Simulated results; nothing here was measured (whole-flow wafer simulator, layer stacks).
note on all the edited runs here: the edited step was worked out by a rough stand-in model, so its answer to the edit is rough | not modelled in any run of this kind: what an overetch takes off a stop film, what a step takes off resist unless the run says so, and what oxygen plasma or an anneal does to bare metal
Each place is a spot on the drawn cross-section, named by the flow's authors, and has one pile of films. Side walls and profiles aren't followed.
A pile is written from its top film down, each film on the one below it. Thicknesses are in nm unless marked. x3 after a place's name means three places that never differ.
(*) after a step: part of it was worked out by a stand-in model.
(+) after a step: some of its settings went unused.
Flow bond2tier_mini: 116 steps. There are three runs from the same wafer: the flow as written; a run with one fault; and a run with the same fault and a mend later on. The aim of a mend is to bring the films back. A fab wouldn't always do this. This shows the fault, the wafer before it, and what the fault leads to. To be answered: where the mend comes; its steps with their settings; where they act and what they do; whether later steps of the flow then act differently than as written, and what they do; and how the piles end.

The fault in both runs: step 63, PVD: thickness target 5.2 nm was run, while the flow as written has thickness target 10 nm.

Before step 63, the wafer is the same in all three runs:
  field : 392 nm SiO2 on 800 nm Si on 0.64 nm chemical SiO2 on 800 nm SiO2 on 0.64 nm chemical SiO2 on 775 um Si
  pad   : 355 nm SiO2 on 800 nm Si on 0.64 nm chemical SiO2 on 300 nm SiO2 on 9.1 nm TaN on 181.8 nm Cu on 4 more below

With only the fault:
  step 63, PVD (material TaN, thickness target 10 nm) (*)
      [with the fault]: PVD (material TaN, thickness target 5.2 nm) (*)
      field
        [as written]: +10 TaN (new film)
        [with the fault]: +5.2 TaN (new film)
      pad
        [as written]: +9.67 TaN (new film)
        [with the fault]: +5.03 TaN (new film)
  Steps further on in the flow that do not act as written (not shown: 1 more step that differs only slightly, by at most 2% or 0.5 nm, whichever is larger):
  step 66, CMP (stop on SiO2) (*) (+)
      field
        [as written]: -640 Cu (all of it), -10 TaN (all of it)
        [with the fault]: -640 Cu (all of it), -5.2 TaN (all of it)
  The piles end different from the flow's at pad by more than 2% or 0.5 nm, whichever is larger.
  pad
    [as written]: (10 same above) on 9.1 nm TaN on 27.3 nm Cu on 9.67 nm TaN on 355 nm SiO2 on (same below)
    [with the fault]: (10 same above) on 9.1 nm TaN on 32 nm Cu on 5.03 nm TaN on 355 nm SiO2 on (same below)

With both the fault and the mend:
  The mend follows step 63.
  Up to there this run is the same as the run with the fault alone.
  step 63a, PVD (material TaN, thickness target 4.8 nm) (*) (a further turn of the flow's step 63, with different settings)
      field
        +4.8 TaN
      pad
        +4.64 TaN
  Later steps of the flow that are run all act as written at every place that is followed.
  At the end the piles are close to the flow's at the places that both follow, differing by at most 2% or 0.5 nm, whichever is larger.
